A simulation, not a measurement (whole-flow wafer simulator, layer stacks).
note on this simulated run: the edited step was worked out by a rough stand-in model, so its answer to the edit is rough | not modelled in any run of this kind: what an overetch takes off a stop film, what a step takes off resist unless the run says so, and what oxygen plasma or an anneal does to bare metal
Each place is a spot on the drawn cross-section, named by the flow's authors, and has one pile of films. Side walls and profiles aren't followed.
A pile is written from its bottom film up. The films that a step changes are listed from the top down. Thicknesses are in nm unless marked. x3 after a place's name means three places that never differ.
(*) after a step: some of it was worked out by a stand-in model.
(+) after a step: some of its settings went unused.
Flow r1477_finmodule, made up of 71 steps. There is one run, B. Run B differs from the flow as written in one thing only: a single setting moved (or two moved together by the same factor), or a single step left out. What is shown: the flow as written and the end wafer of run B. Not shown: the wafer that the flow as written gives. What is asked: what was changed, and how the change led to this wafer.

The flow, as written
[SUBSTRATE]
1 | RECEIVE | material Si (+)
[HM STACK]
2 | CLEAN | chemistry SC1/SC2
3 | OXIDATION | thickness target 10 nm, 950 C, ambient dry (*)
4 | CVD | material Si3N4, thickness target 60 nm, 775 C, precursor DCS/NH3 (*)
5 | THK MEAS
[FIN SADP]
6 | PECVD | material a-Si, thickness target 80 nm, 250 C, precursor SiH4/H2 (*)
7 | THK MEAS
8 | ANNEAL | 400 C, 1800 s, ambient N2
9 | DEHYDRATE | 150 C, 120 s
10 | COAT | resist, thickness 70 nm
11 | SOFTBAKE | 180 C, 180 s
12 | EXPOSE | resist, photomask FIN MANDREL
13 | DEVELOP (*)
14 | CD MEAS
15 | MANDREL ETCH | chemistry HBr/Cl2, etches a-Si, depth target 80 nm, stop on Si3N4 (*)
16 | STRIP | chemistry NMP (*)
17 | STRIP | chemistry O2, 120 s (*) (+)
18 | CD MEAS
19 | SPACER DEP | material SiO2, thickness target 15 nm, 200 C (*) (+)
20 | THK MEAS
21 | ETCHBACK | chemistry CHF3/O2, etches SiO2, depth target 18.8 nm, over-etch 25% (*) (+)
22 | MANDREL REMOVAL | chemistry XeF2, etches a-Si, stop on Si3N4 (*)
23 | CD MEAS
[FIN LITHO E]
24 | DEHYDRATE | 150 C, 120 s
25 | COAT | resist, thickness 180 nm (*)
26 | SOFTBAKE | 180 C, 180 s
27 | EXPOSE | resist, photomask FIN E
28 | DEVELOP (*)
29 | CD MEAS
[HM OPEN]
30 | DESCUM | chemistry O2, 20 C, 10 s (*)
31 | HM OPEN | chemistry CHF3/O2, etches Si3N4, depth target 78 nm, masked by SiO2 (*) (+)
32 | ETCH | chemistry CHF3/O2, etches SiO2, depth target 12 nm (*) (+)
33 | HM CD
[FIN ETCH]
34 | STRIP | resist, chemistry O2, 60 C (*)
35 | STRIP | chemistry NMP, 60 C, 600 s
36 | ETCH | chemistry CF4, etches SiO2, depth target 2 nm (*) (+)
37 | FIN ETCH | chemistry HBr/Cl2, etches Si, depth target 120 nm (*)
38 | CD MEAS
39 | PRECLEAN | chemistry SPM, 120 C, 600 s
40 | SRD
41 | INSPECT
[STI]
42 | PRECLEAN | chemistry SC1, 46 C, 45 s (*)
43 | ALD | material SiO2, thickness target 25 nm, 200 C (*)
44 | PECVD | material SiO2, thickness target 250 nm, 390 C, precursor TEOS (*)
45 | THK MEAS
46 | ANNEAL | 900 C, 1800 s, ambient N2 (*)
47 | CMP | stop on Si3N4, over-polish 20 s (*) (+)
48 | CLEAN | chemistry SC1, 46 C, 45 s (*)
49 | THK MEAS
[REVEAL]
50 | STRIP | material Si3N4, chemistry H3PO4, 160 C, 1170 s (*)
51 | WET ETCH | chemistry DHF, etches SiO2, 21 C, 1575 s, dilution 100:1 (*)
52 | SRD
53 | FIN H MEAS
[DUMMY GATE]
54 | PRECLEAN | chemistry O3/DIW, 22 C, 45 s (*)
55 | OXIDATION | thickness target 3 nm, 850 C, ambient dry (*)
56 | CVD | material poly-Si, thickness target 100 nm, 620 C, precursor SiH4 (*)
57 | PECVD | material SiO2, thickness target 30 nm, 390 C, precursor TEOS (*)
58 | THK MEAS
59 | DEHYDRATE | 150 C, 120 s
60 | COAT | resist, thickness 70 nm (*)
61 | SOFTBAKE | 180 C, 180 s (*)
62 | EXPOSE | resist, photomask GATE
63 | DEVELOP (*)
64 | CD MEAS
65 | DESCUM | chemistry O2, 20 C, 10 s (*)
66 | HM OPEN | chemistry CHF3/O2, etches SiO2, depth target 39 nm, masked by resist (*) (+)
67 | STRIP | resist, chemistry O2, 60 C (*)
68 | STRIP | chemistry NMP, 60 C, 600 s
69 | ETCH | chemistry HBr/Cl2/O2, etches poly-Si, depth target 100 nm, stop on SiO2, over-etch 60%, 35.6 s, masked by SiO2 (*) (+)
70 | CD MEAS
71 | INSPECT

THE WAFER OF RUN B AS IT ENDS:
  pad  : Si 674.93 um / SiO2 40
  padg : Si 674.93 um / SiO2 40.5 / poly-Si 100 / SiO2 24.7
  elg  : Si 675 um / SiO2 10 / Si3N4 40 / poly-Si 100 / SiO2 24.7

The reason: step 37, FIN ETCH: depth target 57 nm was run, while the flow as written has depth target 120 nm.

How this came from the change, step by step:
  37 | FIN ETCH | chemistry HBr/Cl2, etches Si, depth target 120 nm (*)
      pad, padg, esg and 19 more: -57 Si (as written it would have been: -120 Si)
      elg, e40lg, e100lg, e200lg, elo, e40lo, e100lo, e200lo: -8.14 Si3N4 (as written it would have been: -17.1 Si3N4)
      (also at 6 further places)
  43 | ALD | material SiO2, thickness target 25 nm, 200 C (*)
      s40cg, s45cg, s50cg, s40co, s45co, s50co: +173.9 SiO2 (new film) (as written it would have been: +232.1 SiO2 (new film))
      esg: +140.3 SiO2 (new film) (as written it would have been: +194.3 SiO2 (new film))
  47 | CMP | stop on Si3N4, over-polish 20 s (*) (+)
      pad, padg, e40sg and 11 more: -134.8 SiO2 (as written it would have been: -71.8 SiO2)
      elg, esg, e40lg and 6 more: -250.6 SiO2 (as written it would have been: -241.6 SiO2)
      (also at 1 further place)
  51 | WET ETCH | chemistry DHF, etches SiO2, 21 C, 1575 s, dilution 100:1 (*)
      elg, e40lg, e100lg, e200lg, elo, e40lo, e100lo, e200lo: -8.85 SiO2 (all of it), -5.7 Si3N4 (as written it would have been: -17.8 SiO2 (all of it), -4.97 Si3N4)
  56 | CVD | material poly-Si, thickness target 100 nm, 620 C, precursor SiH4 (*)
      esg: +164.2 poly-Si (new film) (as written it would have been: +156 poly-Si (new film))
  60 | COAT | resist, thickness 70 nm (*)
      e40sg, eso, e40so: +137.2 resist (new film) (as written it would have been: +129.5 resist (new film))
      e100sg, e100so: +137.2 resist (new film) (as written it would have been: +129.4 resist (new film))
      (also at 2 further places)
  63 | DEVELOP (*)
      eso, e40so: -137.2 resist (all of it) (as written it would have been: -129.5 resist (all of it))
      e100so: -137.2 resist (all of it) (as written it would have been: -129.4 resist (all of it))
      (also at 1 further place)
  67 | STRIP | resist, chemistry O2, 60 C (*)
      e40sg: -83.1 resist (all of it) (as written it would have been: -75.4 resist (all of it))
      e100sg: -83.1 resist (all of it) (as written it would have been: -75.3 resist (all of it))
      (also at 1 further place)
